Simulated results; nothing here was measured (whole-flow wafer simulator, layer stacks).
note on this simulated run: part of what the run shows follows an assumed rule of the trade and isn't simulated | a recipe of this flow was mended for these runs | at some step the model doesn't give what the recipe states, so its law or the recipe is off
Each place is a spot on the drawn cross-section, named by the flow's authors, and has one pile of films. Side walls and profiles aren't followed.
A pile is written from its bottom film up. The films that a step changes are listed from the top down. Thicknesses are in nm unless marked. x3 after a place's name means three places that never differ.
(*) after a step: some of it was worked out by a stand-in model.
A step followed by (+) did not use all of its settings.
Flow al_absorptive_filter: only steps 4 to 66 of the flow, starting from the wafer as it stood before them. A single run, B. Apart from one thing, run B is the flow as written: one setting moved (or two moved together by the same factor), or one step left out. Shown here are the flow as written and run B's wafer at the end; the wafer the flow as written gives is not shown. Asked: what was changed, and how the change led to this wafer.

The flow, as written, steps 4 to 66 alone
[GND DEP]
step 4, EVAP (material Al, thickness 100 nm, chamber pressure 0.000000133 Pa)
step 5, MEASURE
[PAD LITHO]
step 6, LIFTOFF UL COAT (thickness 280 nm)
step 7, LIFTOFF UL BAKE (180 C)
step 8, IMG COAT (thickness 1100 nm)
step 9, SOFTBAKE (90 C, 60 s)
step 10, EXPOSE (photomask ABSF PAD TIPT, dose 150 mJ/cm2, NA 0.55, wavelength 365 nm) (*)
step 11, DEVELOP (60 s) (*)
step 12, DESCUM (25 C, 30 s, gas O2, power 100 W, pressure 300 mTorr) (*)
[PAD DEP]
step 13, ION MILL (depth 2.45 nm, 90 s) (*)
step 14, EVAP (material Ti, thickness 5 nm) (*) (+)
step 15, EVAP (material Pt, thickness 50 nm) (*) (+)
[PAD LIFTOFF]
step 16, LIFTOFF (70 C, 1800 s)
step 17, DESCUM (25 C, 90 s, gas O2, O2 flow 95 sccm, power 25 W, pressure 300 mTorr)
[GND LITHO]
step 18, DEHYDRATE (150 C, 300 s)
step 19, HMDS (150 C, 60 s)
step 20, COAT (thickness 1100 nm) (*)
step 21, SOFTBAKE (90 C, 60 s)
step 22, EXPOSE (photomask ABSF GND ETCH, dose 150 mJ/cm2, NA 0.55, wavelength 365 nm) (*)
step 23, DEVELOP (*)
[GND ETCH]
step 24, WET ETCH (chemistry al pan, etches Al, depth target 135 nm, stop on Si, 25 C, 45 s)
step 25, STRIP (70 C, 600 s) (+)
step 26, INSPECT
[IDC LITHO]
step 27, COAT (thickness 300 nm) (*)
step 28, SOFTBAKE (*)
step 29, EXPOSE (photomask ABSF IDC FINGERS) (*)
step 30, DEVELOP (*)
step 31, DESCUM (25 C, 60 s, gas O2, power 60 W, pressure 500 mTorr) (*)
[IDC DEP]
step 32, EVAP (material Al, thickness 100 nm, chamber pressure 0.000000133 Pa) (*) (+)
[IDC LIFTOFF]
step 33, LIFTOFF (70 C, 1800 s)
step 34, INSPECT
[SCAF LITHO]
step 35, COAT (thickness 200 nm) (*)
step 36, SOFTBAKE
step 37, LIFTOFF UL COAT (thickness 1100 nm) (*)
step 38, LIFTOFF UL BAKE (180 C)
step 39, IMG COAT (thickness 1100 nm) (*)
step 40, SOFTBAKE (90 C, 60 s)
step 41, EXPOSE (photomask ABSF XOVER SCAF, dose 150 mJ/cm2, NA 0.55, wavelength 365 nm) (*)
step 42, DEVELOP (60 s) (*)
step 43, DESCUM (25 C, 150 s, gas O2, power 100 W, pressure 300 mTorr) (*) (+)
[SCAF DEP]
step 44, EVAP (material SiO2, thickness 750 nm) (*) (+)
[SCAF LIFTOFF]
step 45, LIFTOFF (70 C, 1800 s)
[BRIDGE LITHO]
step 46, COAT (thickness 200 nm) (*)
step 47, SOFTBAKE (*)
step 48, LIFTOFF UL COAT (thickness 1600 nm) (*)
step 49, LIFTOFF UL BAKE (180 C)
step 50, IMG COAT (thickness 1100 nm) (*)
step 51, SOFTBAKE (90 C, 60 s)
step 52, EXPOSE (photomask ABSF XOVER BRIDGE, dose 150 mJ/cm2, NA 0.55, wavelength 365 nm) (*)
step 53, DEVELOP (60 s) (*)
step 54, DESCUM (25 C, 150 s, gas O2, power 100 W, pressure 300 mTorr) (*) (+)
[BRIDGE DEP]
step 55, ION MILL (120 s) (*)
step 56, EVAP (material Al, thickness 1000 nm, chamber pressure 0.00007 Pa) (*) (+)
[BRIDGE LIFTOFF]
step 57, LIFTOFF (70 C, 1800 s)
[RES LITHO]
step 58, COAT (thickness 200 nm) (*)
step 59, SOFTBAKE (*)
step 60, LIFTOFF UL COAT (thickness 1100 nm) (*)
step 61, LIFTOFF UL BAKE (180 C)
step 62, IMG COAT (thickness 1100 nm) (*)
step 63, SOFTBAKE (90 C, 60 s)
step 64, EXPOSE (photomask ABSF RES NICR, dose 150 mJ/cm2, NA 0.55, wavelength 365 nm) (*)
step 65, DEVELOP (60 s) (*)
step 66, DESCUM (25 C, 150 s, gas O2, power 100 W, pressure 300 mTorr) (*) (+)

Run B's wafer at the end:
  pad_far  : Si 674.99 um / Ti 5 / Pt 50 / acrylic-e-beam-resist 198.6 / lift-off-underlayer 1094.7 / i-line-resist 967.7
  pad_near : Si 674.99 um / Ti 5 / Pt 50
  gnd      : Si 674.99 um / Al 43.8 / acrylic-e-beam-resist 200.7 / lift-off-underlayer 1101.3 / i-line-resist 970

What caused this: step 4, EVAP: thickness 43.75 nm was run, whereas the flow has thickness 100 nm.
One can read it off the wafer: gnd has Al 43.8, and step 4 as written asks for 100 nm.

Step by step, how the change led to this:
  step 4, EVAP (material Al, thickness 100 nm, chamber pressure 0.000000133 Pa)
      gnd, pad_far, pad_near and 11 more: Al gains 43.8 (new film) (as written it would have been: Al gains 100 (new film))
  step 13, ION MILL (depth 2.45 nm, 90 s) (*)
      pad_far, pad_near: Al loses 30.4 (all of it) (as written it would have been: Al loses 30.2)
  step 24, WET ETCH (chemistry al pan, etches Al, depth target 135 nm, stop on Si, 25 C, 45 s)
      res, xl_gap, idc_field, idc_line, idc_space: Al loses 30.4 (all of it) (as written it would have been: Al loses 86.7 (all of it))
  step 27, COAT (thickness 300 nm) (*)
      ledge: e-beam-resist gains 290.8 (new film) (as written it would have been: e-beam-resist gains 274.4 (new film))
      res: e-beam-resist gains 322.7 (new film) (as written it would have been: e-beam-resist gains 349.6 (new film))
      (as well as at 2 more places)
  step 33, LIFTOFF (70 C, 1800 s)
      ledge: Al loses 100 (all of it), e-beam-resist loses 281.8 (all of it) (as written it would have been: Al loses 100 (all of it), e-beam-resist loses 265.3 (all of it))
      res: Al loses 100 (all of it), e-beam-resist loses 313.7 (all of it) (as written it would have been: Al loses 100 (all of it), e-beam-resist loses 340.6 (all of it))
      (as well as at 2 more places)
  step 35, COAT (thickness 200 nm) (*)
      ledge: acrylic-e-beam-resist gains 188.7 (new film) (as written it would have been: acrylic-e-beam-resist gains 169.8 (new film))
      res: acrylic-e-beam-resist gains 214.9 (new film) (as written it would have been: acrylic-e-beam-resist gains 231.4 (new film))
      (as well as at 2 more places)
  step 37, LIFTOFF UL COAT (thickness 1100 nm) (*)
      res: lift-off-underlayer gains 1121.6 (new film) (as written it would have been: lift-off-underlayer gains 1148.2 (new film))
  step 43, DESCUM (25 C, 150 s, gas O2, power 100 W, pressure 300 mTorr) (*) (+)
      gnd, pad_far, pad_near and 7 more: i-line-resist loses 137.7 (as written it would have been: i-line-resist loses 159.6)
      xl_gap: acrylic-e-beam-resist loses 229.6 (all of it) (as written it would have been: acrylic-e-beam-resist loses 265.9 (all of it))
      (as well as at 1 more place)
  step 45, LIFTOFF (70 C, 1800 s)
      gnd, xa_field, xl_land, idc_field: SiO2 loses 750 (all of it), i-line-resist loses 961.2 (all of it), lift-off-underlayer loses 1100 (all of it), acrylic-e-beam-resist loses 200 (all of it) (as written it would have been: SiO2 loses 750 (all of it), i-line-resist loses 939.4 (all of it), lift-off-underlayer loses 1100 (all of it), acrylic-e-beam-resist loses 200 (all of it))
      pad_far: SiO2 loses 750 (all of it), i-line-resist loses 958.8 (all of it), lift-off-underlayer loses 1094.7 (all of it), acrylic-e-beam-resist loses 198.6 (all of it) (as written it would have been: SiO2 loses 750 (all of it), i-line-resist loses 937 (all of it), lift-off-underlayer loses 1092.7 (all of it), acrylic-e-beam-resist loses 198.5 (all of it))
      (as well as at 4 more places)
  step 46, COAT (thickness 200 nm) (*)
      ledge: acrylic-e-beam-resist gains 188.7 (new film) (as written it would have been: acrylic-e-beam-resist gains 169.8 (new film))
      res: acrylic-e-beam-resist gains 214.9 (new film) (as written it would have been: acrylic-e-beam-resist gains 231.4 (new film))
      (as well as at 2 more places)
  step 48, LIFTOFF UL COAT (thickness 1600 nm) (*)
      xl_gap: lift-off-underlayer gains 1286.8 (new film) (as written it would have been: lift-off-underlayer gains 1316.9 (new film))
  step 53, DEVELOP (60 s) (*)
      xl_gap: i-line-resist loses 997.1 (all of it), lift-off-underlayer loses 1286.8 (all of it) (as written it would have been: i-line-resist loses 1001.2 (all of it), lift-off-underlayer loses 1316.9 (all of it))
  step 54, DESCUM (25 C, 150 s, gas O2, power 100 W, pressure 300 mTorr) (*) (+)
      xl_gap: acrylic-e-beam-resist loses 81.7 (all of it) (as written it would have been: acrylic-e-beam-resist loses 97.9 (all of it))
      xl_turn: acrylic-e-beam-resist loses 151.3 (all of it) (as written it would have been: acrylic-e-beam-resist loses 141.8 (all of it))
  step 57, LIFTOFF (70 C, 1800 s)
      ledge: Al loses 1000 (all of it), i-line-resist loses 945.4 (all of it), lift-off-underlayer loses 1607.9 (all of it), acrylic-e-beam-resist loses 188.7 (all of it) (as written it would have been: Al loses 1000 (all of it), i-line-resist loses 951.7 (all of it), lift-off-underlayer loses 1617.2 (all of it), acrylic-e-beam-resist loses 169.8 (all of it))
      res: Al loses 1000 (all of it), i-line-resist loses 947 (all of it), lift-off-underlayer loses 1623.8 (all of it), acrylic-e-beam-resist loses 214.9 (all of it) (as written it would have been: Al loses 1000 (all of it), i-line-resist loses 954.3 (all of it), lift-off-underlayer loses 1653.2 (all of it), acrylic-e-beam-resist loses 231.4 (all of it))
  step 58, COAT (thickness 200 nm) (*)
      ledge: acrylic-e-beam-resist gains 188.7 (new film) (as written it would have been: acrylic-e-beam-resist gains 169.8 (new film))
      res: acrylic-e-beam-resist gains 214.9 (new film) (as written it would have been: acrylic-e-beam-resist gains 231.4 (new film))
      (as well as at 2 more places)
  step 60, LIFTOFF UL COAT (thickness 1100 nm) (*)
      res: lift-off-underlayer gains 1121.6 (new film) (as written it would have been: lift-off-underlayer gains 1148.2 (new film))
      xl_gap: lift-off-underlayer gains 798.9 (new film) (as written it would have been: lift-off-underlayer gains 831.4 (new film))
  ... and 1 more step ...
  step 66, DESCUM (25 C, 150 s, gas O2, power 100 W, pressure 300 mTorr) (*) (+)
      gnd, pad_far, xa_field and 8 more: i-line-resist loses 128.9 (as written it would have been: i-line-resist loses 138.9)
      ledge: acrylic-e-beam-resist loses 188.7 (all of it) (as written it would have been: acrylic-e-beam-resist loses 169.8 (all of it))
      (as well as at 1 more place)
